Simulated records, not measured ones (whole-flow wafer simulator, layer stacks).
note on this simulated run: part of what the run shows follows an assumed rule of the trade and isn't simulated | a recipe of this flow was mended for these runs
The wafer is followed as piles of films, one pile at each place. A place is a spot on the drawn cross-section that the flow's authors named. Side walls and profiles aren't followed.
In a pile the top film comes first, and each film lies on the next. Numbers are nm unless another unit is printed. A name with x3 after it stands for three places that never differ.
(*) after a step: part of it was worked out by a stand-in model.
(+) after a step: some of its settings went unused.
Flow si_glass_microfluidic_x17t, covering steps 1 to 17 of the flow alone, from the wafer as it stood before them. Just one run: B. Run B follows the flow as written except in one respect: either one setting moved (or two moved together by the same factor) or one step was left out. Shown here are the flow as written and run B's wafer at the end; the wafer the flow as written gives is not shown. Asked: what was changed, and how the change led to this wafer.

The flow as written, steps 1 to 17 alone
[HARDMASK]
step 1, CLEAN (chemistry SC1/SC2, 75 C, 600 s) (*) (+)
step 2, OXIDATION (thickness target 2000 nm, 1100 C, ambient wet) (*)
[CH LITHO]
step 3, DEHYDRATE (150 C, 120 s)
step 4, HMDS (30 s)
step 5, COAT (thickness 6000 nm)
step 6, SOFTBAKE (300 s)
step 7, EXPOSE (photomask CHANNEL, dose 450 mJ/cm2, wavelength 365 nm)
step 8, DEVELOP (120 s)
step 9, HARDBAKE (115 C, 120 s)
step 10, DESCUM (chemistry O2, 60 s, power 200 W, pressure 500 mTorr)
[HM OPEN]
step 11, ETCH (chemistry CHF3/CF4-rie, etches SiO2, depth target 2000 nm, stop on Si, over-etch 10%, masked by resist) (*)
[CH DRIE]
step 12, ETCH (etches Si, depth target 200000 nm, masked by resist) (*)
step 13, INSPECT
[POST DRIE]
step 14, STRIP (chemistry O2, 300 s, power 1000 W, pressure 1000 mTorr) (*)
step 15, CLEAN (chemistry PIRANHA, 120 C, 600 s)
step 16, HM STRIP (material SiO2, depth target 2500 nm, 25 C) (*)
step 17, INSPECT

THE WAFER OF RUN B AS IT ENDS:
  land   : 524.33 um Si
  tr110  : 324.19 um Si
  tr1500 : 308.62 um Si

Cause: step 2, OXIDATION: thickness target 1520 nm was run, whereas the flow has thickness target 2000 nm; step 11, ETCH: depth target 1520 nm was run, where the flow has depth target 2000 nm.

How this came from the change, step by step:
  step 2, OXIDATION (thickness target 2000 nm, 1100 C, ambient wet) (*)
      land, tr110, tr1500, tr15: SiO2 gains 1520 (new film), chemical SiO2 loses 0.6 (all of it), Si loses 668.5 (as written it would have been: SiO2 gains 2000 (new film), chemical SiO2 loses 0.6 (all of it), Si loses 879.7)
  step 11, ETCH (chemistry CHF3/CF4-rie, etches SiO2, depth target 2000 nm, stop on Si, over-etch 10%, masked by resist) (*)
      tr110, tr1500, tr15: SiO2 loses 1520 (all of it), Si loses 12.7 (as written it would have been: SiO2 loses 2000 (all of it), Si loses 16.7)
      land: thick-i-line-resist loses 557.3 (as written it would have been: thick-i-line-resist loses 733.3)
  step 12, ETCH (etches Si, depth target 200000 nm, masked by resist) (*)
      tr1500: Si loses 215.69 um (as written it would have been: Si loses 215.73 um)
      tr15: Si loses 150.1 um (as written it would have been: Si loses 149.99 um)
  step 14, STRIP (chemistry O2, 300 s, power 1000 W, pressure 1000 mTorr) (*)
      land: thick-i-line-resist loses 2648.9 (all of it) (as written it would have been: thick-i-line-resist loses 2472.3 (all of it))
  step 16, HM STRIP (material SiO2, depth target 2500 nm, 25 C) (*)
      land: SiO2 loses 1520 (all of it) (as written it would have been: SiO2 loses 2000 (all of it))
